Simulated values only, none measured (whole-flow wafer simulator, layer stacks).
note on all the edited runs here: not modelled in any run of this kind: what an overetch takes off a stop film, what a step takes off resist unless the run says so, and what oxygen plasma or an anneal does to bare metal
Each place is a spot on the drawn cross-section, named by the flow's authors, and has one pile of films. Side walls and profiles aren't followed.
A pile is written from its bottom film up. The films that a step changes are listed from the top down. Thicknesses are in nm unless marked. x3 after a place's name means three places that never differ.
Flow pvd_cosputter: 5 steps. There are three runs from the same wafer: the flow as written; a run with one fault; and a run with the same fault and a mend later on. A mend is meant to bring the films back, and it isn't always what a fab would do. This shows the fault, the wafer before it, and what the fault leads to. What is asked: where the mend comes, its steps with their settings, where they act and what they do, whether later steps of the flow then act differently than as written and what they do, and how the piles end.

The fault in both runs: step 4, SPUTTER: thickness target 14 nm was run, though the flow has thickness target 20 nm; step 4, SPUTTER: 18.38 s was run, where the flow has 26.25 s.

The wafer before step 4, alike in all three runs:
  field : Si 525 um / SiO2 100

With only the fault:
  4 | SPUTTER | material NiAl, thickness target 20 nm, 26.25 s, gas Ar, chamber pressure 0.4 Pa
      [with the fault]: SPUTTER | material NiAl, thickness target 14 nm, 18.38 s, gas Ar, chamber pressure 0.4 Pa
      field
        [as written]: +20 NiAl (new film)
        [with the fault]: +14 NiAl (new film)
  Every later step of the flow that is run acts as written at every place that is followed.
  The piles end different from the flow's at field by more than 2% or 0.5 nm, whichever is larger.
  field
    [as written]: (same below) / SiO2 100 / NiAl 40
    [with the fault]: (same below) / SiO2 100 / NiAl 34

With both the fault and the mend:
  After step 4 comes the mend.
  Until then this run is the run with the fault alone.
  4a | SPUTTER | material NiAl, thickness target 6 nm, 7.875 s, gas Ar, chamber pressure 0.4 Pa (a further turn of the flow's step 4, with different settings)
      field
        +6 NiAl
  Every later step of the flow that is run acts as written at every place that is followed.
  The piles end the same as the flow's at every place that both follow.
